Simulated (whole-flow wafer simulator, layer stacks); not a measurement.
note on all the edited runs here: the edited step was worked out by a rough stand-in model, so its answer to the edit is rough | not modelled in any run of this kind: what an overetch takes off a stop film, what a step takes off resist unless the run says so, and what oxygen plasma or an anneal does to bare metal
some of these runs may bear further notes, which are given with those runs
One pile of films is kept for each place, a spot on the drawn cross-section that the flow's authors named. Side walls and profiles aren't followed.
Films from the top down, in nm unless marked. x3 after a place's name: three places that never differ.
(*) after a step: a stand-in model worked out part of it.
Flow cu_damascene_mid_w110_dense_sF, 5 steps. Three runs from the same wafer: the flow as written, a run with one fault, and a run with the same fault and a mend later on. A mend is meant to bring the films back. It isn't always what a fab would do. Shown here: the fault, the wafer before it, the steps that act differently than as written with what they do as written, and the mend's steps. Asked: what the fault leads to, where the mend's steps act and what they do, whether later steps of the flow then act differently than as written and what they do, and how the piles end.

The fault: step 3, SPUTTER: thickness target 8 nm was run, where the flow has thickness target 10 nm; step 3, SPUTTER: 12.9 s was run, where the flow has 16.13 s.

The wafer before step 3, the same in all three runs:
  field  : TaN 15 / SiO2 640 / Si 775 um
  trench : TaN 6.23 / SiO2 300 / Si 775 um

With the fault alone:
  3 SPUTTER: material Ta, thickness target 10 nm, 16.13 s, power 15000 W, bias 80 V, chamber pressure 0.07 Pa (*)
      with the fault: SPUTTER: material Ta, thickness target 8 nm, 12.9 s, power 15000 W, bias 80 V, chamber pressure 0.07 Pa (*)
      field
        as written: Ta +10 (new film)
        with the fault: Ta +8 (new film)
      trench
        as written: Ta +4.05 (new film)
        with the fault: Ta +3.24 (new film)
  No later step of the flow acts differently than as written, at any place that is followed, by more than 2% or 0.5 nm, whichever is larger.
  At the end the piles differ from the flow's by more than 2% or 0.5 nm, whichever is larger, at field, trench.
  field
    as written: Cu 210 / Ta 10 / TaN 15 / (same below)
    with the fault: Cu 210 / Ta 8 / TaN 15 / (same below)
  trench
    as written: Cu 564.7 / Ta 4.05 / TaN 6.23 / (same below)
    with the fault: Cu 563.5 / Ta 3.24 / TaN 6.23 / (same below)

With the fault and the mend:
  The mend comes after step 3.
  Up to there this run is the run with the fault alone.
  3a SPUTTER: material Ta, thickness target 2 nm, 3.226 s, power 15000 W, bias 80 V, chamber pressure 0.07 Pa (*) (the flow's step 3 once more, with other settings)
      field
        Ta +2
      trench
        Ta +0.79
  No later step of the flow acts differently than as written, at any place that is followed, by more than 2% or 0.5 nm, whichever is larger.
  At the end the piles differ from the flow's only slightly at the places that both follow, by at most 2% or 0.5 nm, whichever is larger.
